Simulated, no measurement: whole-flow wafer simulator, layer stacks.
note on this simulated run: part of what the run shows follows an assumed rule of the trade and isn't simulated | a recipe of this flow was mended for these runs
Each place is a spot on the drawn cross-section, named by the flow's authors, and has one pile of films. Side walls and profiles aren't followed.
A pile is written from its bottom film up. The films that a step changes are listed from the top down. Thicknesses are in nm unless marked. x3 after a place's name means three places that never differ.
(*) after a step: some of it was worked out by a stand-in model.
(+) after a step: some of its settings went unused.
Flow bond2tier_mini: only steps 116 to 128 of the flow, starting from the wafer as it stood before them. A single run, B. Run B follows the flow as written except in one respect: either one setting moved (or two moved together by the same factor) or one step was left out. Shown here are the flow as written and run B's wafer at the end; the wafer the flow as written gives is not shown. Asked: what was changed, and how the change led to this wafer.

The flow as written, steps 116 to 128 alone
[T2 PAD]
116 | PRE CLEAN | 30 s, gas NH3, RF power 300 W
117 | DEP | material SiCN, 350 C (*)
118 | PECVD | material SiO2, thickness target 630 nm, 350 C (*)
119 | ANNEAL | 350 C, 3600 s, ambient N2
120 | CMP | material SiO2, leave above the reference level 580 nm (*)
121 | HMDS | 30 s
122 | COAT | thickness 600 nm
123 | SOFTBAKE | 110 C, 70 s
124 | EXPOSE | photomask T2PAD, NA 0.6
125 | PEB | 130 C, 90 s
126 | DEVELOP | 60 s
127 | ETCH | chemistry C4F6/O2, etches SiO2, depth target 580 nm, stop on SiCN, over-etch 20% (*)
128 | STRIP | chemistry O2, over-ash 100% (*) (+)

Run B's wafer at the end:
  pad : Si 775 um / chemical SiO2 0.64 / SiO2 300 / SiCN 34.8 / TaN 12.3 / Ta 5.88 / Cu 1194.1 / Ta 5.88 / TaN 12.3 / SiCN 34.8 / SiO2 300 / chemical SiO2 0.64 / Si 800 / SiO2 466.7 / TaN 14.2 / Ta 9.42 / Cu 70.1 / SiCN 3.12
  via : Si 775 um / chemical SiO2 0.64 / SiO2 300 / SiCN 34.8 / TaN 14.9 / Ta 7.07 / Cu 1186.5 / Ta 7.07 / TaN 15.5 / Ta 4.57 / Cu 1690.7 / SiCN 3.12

Cause: step 127, ETCH: depth target 715 nm was run, whereas the flow has depth target 580 nm.

Step by step, how the change led to this:
  127 | ETCH | chemistry C4F6/O2, etches SiO2, depth target 580 nm, stop on SiCN, over-etch 20% (*)
      pad, via: -580 SiO2 (all of it), -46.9 SiCN (in the flow as written it would be: -580 SiO2 (all of it), -19.6 SiCN)
      field: -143 thick-KrF-resist (in the flow as written it would be: -116 thick-KrF-resist)
  128 | STRIP | chemistry O2, over-ash 100% (*) (+)
      field: -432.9 thick-KrF-resist (all of it) (in the flow as written it would be: -459.9 thick-KrF-resist (all of it))
